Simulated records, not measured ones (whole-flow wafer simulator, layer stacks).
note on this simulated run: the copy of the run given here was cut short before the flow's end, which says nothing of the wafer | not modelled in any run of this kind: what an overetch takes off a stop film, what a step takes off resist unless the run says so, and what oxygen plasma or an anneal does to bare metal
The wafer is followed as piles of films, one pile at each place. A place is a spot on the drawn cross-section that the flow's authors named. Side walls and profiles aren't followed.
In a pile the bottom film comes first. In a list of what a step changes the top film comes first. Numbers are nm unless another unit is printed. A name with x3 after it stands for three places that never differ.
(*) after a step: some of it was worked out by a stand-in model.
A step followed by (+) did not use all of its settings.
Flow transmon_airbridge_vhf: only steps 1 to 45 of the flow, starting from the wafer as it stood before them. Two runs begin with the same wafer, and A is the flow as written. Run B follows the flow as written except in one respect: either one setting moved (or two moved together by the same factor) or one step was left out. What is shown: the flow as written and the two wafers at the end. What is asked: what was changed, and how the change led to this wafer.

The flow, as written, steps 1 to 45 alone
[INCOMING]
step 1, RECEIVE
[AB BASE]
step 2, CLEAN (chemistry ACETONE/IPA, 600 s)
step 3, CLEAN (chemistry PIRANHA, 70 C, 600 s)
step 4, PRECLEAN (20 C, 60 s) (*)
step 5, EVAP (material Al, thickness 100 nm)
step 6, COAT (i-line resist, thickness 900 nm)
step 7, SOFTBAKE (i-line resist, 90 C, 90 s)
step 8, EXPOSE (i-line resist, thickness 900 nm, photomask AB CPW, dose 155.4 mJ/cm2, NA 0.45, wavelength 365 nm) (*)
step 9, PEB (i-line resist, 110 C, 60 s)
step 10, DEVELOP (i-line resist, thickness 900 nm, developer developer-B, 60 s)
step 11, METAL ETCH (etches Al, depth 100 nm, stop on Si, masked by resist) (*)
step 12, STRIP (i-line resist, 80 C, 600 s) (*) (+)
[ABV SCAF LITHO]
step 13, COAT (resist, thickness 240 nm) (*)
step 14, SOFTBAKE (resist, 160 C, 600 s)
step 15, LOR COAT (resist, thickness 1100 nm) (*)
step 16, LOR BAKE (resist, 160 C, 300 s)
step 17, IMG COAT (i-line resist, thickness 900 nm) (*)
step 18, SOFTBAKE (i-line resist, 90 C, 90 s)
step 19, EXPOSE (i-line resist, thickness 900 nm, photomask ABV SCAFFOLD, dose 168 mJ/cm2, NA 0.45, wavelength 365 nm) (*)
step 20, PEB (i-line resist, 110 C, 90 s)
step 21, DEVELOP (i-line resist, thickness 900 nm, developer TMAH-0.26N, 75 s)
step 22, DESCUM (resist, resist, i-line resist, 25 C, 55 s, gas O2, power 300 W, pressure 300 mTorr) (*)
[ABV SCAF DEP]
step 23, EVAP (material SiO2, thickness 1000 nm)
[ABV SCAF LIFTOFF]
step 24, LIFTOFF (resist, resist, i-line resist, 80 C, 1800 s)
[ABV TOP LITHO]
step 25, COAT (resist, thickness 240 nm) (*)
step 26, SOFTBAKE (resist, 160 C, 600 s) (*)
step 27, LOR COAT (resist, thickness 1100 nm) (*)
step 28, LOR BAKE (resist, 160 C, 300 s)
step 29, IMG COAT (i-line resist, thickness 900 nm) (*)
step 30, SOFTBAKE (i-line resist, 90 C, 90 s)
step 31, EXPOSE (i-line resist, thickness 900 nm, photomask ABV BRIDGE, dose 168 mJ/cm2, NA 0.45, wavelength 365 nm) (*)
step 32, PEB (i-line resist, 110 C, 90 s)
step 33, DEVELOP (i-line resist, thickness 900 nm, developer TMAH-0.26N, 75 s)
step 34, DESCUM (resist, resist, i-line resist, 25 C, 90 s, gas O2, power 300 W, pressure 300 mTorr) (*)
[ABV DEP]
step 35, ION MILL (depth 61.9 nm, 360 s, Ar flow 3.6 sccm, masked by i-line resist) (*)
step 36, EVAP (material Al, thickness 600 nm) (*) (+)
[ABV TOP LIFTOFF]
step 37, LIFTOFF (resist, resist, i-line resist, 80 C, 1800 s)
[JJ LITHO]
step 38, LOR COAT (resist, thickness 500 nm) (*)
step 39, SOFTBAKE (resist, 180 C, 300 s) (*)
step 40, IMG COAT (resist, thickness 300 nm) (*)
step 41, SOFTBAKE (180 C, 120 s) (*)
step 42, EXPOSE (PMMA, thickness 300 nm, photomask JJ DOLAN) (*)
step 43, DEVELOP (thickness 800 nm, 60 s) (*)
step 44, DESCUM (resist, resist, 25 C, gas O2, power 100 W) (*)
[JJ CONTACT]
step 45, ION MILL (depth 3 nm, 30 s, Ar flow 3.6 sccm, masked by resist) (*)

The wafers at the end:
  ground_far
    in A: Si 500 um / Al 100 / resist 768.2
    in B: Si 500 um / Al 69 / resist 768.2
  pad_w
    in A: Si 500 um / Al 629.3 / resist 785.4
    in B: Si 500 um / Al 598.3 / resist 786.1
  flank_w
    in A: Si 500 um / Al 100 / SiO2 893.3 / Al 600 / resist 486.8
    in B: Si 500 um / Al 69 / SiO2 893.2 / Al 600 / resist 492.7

The reason: step 5, EVAP: thickness 69 nm was run, whereas the flow has thickness 100 nm.
The wafer lets one read it off: ground_far has Al 69, and step 5 as written asks for 100 nm.

The path from the change to this, step by step:
  step 5, EVAP (material Al, thickness 100 nm)
      field x3, jj_line, ground_far and 12 more: A Al gains 100 (new film) | B Al gains 69 (new film)
  step 11, METAL ETCH (etches Al, depth 100 nm, stop on Si, masked by resist) (*)
      field x3, jj_line, gap_w, gap_e: A Al loses 100 (all of it) | B Al loses 69 (all of it)
  step 13, COAT (resist, thickness 240 nm) (*)
      flank_w, flank_e: A resist gains 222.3 (new film) | B resist gains 227.4 (new film)
  step 22, DESCUM (resist, resist, i-line resist, 25 C, 55 s, gas O2, power 300 W, pressure 300 mTorr) (*)
      flank_w, flank_e: A resist loses 222.3 (all of it) | B resist loses 227.4 (all of it)
  step 40, IMG COAT (resist, thickness 300 nm) (*)
      flank_w, flank_e: A resist gains 212.1 | B resist gains 216.5
